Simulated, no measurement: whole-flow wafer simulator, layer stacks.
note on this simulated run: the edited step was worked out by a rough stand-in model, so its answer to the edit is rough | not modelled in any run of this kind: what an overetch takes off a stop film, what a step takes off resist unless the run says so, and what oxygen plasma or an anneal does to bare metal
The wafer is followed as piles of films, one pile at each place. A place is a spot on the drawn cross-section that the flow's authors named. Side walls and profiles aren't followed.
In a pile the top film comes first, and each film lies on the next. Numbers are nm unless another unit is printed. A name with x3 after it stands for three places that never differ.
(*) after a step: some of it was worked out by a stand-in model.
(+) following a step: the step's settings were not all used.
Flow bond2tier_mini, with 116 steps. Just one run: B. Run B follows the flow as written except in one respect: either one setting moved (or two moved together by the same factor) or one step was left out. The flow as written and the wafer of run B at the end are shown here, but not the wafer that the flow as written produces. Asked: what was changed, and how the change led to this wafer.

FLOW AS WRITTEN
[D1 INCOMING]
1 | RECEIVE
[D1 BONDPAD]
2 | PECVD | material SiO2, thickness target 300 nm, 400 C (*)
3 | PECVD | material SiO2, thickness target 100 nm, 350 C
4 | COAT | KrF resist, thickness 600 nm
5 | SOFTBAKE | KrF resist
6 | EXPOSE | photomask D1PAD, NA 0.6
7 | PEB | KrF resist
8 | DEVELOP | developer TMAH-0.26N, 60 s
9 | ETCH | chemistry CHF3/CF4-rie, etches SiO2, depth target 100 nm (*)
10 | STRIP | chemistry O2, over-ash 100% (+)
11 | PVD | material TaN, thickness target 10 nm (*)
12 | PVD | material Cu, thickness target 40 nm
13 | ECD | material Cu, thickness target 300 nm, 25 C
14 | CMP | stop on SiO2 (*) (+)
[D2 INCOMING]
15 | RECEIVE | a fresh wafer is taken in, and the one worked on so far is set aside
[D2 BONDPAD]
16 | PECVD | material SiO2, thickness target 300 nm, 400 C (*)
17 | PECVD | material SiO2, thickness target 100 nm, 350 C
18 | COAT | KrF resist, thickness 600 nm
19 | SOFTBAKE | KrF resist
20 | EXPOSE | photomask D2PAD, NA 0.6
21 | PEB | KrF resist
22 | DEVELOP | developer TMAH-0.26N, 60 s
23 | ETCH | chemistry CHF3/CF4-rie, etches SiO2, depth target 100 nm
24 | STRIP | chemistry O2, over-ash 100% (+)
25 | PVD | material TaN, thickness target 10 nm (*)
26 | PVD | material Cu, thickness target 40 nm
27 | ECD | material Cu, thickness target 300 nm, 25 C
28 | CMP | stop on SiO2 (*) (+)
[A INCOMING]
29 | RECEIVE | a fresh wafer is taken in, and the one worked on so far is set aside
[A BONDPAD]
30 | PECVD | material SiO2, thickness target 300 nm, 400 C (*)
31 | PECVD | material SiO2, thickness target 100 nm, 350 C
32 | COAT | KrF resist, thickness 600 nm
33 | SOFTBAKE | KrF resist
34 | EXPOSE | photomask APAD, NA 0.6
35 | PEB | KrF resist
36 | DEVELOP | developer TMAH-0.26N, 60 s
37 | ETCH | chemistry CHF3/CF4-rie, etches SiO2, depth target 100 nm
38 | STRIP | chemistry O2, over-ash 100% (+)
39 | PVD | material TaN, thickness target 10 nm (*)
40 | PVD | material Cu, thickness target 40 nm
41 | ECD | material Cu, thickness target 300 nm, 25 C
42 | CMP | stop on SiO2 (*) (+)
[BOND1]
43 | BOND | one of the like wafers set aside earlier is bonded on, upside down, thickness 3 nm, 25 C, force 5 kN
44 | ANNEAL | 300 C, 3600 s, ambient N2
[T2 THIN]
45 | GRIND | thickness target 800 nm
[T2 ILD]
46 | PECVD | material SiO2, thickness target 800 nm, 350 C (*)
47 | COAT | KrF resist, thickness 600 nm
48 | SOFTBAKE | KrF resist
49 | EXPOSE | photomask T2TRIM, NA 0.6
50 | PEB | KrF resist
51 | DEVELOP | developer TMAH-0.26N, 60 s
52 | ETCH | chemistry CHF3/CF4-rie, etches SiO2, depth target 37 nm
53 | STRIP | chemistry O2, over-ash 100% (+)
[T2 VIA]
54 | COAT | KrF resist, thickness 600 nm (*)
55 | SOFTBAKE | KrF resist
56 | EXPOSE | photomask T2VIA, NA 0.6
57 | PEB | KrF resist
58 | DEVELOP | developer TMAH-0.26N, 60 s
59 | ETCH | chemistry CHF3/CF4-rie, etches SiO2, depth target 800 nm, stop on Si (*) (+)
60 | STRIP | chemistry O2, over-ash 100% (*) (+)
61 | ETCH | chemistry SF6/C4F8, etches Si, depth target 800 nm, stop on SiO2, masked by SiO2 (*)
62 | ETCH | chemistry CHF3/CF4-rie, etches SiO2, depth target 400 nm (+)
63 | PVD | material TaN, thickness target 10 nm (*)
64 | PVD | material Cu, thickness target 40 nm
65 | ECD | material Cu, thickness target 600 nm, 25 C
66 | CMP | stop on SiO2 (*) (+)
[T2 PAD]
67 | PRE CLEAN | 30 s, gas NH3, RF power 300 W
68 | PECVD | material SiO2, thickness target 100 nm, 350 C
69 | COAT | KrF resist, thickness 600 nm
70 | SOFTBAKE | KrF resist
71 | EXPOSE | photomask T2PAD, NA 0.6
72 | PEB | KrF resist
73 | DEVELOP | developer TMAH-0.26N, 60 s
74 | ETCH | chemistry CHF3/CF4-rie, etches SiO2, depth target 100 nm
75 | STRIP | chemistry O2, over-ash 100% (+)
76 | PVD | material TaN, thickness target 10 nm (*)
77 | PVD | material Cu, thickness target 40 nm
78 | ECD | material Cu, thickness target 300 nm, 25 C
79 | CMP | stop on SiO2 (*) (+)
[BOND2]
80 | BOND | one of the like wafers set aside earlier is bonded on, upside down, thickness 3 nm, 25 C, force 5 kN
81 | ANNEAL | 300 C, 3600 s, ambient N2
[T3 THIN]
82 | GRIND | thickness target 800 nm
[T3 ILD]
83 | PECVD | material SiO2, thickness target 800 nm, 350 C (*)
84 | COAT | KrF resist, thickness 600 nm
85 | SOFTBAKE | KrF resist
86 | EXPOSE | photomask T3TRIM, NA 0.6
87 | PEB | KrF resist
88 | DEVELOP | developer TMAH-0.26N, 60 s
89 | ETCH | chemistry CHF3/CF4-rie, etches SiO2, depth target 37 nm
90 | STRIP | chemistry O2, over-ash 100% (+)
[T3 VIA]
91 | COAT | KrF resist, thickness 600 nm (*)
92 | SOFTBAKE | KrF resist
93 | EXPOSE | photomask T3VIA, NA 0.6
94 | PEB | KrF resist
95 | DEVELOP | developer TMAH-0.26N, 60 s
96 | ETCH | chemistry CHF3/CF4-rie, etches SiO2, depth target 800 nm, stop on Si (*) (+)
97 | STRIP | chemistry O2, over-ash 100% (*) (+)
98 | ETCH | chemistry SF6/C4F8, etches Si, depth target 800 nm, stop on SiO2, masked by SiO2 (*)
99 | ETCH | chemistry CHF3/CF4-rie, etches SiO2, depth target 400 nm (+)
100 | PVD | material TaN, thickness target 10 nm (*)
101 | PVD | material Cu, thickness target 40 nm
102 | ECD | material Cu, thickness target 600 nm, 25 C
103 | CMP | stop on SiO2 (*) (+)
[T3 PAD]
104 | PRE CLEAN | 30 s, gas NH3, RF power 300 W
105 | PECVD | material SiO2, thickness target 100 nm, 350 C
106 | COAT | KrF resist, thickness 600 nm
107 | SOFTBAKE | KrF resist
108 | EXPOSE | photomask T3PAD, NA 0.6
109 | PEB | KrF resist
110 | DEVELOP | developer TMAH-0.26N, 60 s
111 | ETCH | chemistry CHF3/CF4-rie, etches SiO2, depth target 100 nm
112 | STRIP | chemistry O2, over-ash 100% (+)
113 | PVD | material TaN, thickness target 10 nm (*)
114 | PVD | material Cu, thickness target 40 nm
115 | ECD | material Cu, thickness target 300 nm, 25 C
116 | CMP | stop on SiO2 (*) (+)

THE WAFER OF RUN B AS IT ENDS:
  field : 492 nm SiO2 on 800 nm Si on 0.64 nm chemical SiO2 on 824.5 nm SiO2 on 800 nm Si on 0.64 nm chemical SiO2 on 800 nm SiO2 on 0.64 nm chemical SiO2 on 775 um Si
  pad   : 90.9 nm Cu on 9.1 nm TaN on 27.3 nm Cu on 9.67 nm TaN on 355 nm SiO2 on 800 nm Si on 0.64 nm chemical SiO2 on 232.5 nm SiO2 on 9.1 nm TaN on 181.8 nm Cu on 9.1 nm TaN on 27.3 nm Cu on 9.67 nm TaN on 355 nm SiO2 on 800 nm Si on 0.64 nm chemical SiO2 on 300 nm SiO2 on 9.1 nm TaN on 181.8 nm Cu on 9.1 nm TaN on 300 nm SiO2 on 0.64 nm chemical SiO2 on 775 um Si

Cause: step 16, PECVD: thickness target 232.5 nm was run, whereas the flow has thickness target 300 nm.
One can read it off the wafer: pad has SiO2 232.5, and step 16 as written asks for 300 nm.

The path from the change to this, step by step:
  16 | PECVD | material SiO2, thickness target 300 nm, 400 C (*)
      field, pad, via: SiO2 gains 232.5 (new film) (in the flow as written it would be: SiO2 gains 300 (new film))
  80 | BOND | one of the like wafers set aside earlier is bonded on, upside down, thickness 3 nm, 25 C, force 5 kN
      field: Si gains 775 um (new film), chemical SiO2 gains 0.64 (new film), SiO2 gains 332.5 (in the flow as written it would be: Si gains 775 um (new film), chemical SiO2 gains 0.64 (new film), SiO2 gains 400)
      pad: Si gains 775 um (new film), chemical SiO2 gains 0.64 (new film), SiO2 gains 232.5 (new film), TaN gains 9.1 (new film), Cu gains 90.9 (in the flow as written it would be: Si gains 775 um (new film), chemical SiO2 gains 0.64 (new film), SiO2 gains 300 (new film), TaN gains 9.1 (new film), Cu gains 90.9)
